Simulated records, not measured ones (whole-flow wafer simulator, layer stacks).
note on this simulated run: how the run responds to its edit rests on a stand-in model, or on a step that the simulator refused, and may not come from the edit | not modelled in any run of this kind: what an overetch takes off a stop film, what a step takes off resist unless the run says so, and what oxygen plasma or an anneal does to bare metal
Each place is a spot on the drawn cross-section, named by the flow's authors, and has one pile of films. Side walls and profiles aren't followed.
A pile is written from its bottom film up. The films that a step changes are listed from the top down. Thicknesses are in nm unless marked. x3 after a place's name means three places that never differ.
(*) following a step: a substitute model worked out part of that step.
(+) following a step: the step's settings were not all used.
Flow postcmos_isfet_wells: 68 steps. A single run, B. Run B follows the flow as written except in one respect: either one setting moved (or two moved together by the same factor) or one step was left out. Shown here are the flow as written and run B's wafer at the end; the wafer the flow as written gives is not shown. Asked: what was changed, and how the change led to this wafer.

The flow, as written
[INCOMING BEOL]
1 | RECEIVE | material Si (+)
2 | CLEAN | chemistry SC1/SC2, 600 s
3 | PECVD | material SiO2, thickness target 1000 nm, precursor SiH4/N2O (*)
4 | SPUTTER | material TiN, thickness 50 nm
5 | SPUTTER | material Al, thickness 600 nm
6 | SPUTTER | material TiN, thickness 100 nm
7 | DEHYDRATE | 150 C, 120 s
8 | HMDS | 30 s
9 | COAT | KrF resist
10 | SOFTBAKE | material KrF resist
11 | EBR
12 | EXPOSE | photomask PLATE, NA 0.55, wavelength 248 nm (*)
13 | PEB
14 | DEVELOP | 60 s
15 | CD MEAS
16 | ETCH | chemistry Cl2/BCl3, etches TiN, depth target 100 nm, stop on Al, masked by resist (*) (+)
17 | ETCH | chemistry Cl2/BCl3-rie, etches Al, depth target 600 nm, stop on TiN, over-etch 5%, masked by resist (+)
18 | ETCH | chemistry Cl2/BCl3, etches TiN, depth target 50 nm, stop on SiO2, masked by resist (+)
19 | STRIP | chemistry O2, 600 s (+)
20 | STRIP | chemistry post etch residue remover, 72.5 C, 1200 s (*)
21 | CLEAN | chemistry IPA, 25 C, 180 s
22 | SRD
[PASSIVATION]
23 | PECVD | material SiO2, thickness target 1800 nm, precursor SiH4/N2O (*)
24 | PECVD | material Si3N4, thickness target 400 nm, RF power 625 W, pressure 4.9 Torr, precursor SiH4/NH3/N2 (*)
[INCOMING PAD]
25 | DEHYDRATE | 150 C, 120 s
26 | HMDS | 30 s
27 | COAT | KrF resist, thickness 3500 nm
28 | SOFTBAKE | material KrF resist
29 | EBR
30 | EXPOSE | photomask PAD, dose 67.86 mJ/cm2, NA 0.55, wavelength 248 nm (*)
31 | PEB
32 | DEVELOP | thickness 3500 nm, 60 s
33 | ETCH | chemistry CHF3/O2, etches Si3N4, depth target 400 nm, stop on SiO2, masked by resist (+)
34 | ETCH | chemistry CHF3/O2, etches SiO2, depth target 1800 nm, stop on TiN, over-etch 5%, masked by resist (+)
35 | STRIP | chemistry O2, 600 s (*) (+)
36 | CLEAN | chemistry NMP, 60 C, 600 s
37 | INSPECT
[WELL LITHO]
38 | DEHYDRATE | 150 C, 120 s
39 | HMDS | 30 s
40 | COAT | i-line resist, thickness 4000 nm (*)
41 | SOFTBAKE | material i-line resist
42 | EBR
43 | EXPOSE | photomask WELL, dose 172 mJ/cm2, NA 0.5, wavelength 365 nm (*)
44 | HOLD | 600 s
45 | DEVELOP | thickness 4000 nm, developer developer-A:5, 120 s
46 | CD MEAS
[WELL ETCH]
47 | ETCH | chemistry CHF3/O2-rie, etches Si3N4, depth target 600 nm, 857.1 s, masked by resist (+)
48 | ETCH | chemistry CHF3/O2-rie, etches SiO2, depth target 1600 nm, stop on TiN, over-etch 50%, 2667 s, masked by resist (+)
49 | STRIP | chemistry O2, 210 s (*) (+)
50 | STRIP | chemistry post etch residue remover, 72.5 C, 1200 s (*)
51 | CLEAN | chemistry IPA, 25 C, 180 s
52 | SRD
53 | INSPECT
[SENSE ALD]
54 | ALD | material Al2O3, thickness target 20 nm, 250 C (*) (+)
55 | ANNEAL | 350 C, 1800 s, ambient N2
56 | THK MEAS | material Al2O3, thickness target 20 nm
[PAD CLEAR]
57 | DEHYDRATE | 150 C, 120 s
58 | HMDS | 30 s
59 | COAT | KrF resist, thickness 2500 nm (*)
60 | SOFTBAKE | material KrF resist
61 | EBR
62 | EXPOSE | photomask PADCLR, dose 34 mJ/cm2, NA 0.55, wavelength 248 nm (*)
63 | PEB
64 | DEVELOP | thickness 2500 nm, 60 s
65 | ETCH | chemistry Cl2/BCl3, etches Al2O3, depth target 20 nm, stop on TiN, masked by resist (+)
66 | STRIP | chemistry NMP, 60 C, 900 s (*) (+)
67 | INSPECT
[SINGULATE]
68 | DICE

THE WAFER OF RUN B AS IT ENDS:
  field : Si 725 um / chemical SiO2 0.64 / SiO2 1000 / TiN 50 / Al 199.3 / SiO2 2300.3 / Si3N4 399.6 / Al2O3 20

What caused this: step 17, ETCH: depth target 345 nm was run, whereas the flow has depth target 600 nm.

How this came from the change, step by step:
  17 | ETCH | chemistry Cl2/BCl3-rie, etches Al, depth target 600 nm, stop on TiN, over-etch 5%, masked by resist (+)
      field: -345 Al (it would be, as written: -600 Al (all of it))
      margin, well900, well1300 x3, pad_rim, pad_clr, pad_open: -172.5 KrF resist (it would be, as written: -300 KrF resist)
  18 | ETCH | chemistry Cl2/BCl3, etches TiN, depth target 50 nm, stop on SiO2, masked by resist (+)
      field: -50 Al (it would be, as written: -50 TiN (all of it))
  19 | STRIP | chemistry O2, 600 s (+)
      margin, well900, well1300 x3, pad_rim, pad_clr, pad_open: -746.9 KrF resist (all of it) (it would be, as written: -619.4 KrF resist (all of it))
  20 | STRIP | chemistry post etch residue remover, 72.5 C, 1200 s (*)
      field: -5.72 Al (it would be, as written: nothing)
  23 | PECVD | material SiO2, thickness target 1800 nm, precursor SiH4/N2O (*)
      field: +2300.3 SiO2 (new film) (it would be, as written: +1800 SiO2 (new film), +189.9 void (new film), +559.7 SiO2)
With metal films that touch counted as one body, field has 1 body; the flow as written gives 0 bodies.
